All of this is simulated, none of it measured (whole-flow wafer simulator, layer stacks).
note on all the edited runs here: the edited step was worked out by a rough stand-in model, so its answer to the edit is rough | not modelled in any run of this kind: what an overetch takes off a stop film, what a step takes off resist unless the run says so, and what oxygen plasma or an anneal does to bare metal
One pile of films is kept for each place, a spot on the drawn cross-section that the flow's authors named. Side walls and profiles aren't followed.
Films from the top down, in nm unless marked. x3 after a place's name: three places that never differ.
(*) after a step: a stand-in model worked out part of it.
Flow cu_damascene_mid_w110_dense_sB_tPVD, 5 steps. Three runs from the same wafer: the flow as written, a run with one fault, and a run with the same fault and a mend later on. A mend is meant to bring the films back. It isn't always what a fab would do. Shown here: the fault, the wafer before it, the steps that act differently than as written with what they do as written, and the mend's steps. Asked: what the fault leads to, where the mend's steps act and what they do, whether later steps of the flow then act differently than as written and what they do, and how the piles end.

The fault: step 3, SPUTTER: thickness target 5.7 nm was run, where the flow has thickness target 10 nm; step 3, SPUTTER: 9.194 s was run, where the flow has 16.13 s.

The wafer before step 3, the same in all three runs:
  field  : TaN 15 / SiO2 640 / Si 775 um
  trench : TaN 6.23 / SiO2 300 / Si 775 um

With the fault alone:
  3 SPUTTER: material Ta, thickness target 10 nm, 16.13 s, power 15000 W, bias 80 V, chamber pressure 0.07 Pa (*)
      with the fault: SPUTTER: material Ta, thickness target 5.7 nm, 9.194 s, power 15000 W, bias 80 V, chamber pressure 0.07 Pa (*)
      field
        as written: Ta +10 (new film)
        with the fault: Ta +5.7 (new film)
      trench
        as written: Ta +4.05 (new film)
        with the fault: Ta +2.31 (new film)
  No later step of the flow acts differently than as written, at any place that is followed, by more than 2% or 0.5 nm, whichever is larger.
  At the end the piles differ from the flow's by more than 2% or 0.5 nm, whichever is larger, at field, trench.
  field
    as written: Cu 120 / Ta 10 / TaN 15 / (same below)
    with the fault: Cu 120 / Ta 5.7 / TaN 15 / (same below)
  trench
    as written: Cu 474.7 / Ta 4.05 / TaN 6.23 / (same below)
    with the fault: Cu 472.2 / Ta 2.31 / TaN 6.23 / (same below)

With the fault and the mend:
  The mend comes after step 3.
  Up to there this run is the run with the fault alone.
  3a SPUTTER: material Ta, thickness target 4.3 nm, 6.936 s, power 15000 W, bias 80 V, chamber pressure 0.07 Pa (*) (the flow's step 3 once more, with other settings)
      field
        Ta +4.3
      trench
        Ta +1.7
  No later step of the flow acts differently than as written, at any place that is followed, by more than 2% or 0.5 nm, whichever is larger.
  At the end the piles differ from the flow's only slightly at the places that both follow, by at most 2% or 0.5 nm, whichever is larger.
